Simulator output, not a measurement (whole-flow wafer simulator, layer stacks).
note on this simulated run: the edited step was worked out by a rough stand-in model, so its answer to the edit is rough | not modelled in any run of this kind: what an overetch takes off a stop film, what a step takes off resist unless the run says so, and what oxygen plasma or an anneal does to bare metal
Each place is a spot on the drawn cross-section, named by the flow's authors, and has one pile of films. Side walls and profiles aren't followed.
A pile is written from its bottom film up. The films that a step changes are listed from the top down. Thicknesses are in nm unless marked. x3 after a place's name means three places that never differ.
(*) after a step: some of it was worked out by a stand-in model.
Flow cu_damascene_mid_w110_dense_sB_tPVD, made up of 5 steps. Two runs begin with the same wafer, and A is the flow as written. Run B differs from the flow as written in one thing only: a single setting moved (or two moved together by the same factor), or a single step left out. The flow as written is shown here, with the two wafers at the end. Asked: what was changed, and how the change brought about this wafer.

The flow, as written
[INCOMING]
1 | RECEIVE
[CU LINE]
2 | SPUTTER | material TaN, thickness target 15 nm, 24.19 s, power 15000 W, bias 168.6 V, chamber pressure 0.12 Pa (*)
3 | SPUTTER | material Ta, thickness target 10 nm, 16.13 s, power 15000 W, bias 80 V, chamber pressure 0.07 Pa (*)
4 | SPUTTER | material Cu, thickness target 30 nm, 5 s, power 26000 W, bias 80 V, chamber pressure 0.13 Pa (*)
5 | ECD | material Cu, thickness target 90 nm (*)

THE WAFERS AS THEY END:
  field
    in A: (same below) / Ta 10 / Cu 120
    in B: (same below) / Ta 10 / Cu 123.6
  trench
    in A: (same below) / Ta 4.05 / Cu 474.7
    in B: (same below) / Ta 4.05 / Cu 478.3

Cause: step 4, SPUTTER: power 29120 W was run, whereas the flow has power 26000 W.

How this came from the change, step by step:
  4 | SPUTTER | material Cu, thickness target 30 nm, 5 s, power 26000 W, bias 80 V, chamber pressure 0.13 Pa (*)
      field: A Cu gains 30 (new film) | B Cu gains 33.6 (new film)
      trench: A Cu gains 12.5 (new film) | B Cu gains 14.3 (new film)
